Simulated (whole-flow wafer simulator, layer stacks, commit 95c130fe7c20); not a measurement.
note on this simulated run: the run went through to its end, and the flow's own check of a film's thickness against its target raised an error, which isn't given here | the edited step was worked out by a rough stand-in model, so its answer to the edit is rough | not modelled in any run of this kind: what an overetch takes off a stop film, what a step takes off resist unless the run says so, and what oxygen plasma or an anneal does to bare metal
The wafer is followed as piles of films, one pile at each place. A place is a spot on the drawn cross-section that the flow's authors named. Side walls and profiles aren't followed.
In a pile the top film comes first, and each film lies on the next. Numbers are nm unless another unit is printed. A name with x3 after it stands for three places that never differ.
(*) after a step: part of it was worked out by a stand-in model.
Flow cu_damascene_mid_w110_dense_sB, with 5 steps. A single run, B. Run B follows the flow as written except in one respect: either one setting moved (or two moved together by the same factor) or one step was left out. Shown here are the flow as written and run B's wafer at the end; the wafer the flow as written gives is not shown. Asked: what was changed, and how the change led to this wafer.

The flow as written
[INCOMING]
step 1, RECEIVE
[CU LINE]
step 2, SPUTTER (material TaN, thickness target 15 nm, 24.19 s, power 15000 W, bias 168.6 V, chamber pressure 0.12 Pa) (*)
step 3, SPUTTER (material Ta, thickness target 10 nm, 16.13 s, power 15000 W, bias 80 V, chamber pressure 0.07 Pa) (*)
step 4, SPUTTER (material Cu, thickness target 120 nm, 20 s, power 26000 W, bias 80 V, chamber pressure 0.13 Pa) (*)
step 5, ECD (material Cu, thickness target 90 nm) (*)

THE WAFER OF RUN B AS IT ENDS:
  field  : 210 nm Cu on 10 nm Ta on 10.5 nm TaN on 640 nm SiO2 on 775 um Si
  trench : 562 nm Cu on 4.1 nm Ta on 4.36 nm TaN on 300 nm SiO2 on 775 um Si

Cause: step 2, SPUTTER: thickness target 10.5 nm was run, though the flow has thickness target 15 nm.
The wafer itself shows it: field has TaN 10.5, and step 2 as written asks for 15 nm.

How this came from the change, step by step:
  step 2, SPUTTER (material TaN, thickness target 15 nm, 24.19 s, power 15000 W, bias 168.6 V, chamber pressure 0.12 Pa) (*)
      field: +10.5 TaN (new film) (it would be, as written: +15 TaN (new film))
      trench: +4.36 TaN (new film) (it would be, as written: +6.23 TaN (new film))
